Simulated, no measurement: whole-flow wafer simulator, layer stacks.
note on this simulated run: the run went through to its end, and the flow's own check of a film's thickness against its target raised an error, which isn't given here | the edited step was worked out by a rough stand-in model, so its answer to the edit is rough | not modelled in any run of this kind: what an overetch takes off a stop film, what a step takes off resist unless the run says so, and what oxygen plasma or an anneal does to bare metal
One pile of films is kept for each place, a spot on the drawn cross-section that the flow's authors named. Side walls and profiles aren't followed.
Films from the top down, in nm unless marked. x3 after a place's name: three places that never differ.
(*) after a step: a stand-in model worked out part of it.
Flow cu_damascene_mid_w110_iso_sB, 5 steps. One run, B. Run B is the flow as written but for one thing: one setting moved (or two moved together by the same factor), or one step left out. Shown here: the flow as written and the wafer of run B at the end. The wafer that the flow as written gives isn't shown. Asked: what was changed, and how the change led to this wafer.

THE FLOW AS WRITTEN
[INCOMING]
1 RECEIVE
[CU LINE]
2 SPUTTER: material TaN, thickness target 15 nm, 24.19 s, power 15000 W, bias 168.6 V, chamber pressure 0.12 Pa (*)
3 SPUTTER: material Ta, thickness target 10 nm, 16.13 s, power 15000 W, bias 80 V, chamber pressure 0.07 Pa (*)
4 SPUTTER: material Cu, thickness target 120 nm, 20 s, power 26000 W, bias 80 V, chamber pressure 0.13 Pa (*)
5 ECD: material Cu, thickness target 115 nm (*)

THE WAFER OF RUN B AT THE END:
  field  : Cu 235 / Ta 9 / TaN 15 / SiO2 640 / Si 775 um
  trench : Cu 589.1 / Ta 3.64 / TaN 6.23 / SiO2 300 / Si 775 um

The cause: step 3, SPUTTER: thickness target 9 nm was run, where the flow has thickness target 10 nm; step 3, SPUTTER: 14.52 s was run, where the flow has 16.13 s.
It can be read off the wafer: field has Ta 9, and step 3 as written asks for 10 nm.

How the change led to this, step by step:
  3 SPUTTER: material Ta, thickness target 10 nm, 16.13 s, power 15000 W, bias 80 V, chamber pressure 0.07 Pa (*)
      field: Ta +9 (new film) (as written it would be: Ta +10 (new film))
